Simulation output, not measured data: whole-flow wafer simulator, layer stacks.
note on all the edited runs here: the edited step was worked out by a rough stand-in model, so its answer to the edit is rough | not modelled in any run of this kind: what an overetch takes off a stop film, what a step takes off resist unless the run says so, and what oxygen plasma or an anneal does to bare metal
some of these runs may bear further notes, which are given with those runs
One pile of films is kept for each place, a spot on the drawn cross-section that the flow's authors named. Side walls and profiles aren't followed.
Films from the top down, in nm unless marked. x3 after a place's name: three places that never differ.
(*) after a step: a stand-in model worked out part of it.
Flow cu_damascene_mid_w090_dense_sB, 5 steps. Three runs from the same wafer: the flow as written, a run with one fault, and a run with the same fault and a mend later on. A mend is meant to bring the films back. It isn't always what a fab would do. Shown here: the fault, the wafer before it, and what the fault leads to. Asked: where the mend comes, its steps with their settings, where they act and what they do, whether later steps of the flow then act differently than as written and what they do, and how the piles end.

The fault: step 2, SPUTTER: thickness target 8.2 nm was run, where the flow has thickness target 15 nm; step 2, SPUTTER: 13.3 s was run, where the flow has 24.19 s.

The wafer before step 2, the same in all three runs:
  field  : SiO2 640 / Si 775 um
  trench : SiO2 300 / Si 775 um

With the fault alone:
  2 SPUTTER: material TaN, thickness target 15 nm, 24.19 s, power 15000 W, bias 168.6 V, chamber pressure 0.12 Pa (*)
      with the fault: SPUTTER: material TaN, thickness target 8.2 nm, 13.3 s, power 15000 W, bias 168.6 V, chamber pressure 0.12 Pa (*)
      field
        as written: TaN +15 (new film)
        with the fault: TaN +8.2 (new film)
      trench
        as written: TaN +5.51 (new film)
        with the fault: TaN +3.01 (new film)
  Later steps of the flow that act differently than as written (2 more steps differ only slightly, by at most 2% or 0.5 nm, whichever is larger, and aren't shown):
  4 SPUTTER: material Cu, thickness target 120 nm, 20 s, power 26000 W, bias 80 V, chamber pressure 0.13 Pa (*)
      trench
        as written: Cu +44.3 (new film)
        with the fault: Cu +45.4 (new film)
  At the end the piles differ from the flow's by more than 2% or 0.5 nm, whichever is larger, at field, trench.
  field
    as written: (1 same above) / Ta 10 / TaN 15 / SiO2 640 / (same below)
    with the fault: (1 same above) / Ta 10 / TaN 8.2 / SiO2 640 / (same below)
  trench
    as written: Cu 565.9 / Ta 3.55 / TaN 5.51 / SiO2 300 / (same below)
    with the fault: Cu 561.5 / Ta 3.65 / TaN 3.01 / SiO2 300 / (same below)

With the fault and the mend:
  The mend comes after step 2.
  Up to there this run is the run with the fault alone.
  2a SPUTTER: material TaN, thickness target 6.8 nm, 10.97 s, power 15000 W, bias 168.6 V, chamber pressure 0.12 Pa (*) (the flow's step 2 once more, with other settings)
      field
        TaN +6.8
      trench
        TaN +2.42
  No later step of the flow acts differently than as written, at any place that is followed, by more than 2% or 0.5 nm, whichever is larger.
  At the end the piles differ from the flow's only slightly at the places that both follow, by at most 2% or 0.5 nm, whichever is larger.
